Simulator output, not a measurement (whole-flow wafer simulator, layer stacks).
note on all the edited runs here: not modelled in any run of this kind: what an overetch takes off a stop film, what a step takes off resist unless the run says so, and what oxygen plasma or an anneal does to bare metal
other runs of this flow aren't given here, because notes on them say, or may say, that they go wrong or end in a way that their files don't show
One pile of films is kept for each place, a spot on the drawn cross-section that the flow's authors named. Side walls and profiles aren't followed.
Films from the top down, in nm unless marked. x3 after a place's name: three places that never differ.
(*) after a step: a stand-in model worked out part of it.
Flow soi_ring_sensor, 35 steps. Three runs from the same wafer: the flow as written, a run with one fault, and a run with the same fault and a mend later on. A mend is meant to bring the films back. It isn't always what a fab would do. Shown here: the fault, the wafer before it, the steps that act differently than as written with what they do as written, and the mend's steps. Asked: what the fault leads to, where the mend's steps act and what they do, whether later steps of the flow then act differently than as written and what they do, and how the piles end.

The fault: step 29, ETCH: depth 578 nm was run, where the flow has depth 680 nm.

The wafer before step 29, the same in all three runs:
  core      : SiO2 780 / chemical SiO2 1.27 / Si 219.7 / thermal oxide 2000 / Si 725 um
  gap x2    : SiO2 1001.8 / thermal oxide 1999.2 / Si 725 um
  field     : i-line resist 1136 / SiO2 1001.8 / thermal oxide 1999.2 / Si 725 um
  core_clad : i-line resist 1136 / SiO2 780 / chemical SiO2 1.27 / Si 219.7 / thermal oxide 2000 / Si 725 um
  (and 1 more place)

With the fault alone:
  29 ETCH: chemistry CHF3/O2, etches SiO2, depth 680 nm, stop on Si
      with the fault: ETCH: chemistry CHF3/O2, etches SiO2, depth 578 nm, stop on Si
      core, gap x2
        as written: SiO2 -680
        with the fault: SiO2 -578
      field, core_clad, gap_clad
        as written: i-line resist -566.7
        with the fault: i-line resist -481.7
  Later steps of the flow that act differently than as written:
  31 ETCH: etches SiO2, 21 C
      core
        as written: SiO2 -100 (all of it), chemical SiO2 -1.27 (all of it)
        with the fault: SiO2 -202 (all of it), chemical SiO2 -1.27 (all of it)
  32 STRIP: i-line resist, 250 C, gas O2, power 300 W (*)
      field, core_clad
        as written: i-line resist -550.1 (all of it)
        with the fault: i-line resist -635.1 (all of it)
  At the end the piles differ from the flow's only slightly at the places that both follow, by at most 2% or 0.5 nm, whichever is larger.

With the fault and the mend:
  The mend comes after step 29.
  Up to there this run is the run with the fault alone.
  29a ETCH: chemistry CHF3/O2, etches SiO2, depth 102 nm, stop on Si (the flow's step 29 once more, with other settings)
      core, gap x2
        SiO2 -102
      field, core_clad, gap_clad
        i-line resist -85
  No later step of the flow acts differently than as written at any place that is followed.
  At the end the piles are the same as the flow's at every place that both follow.
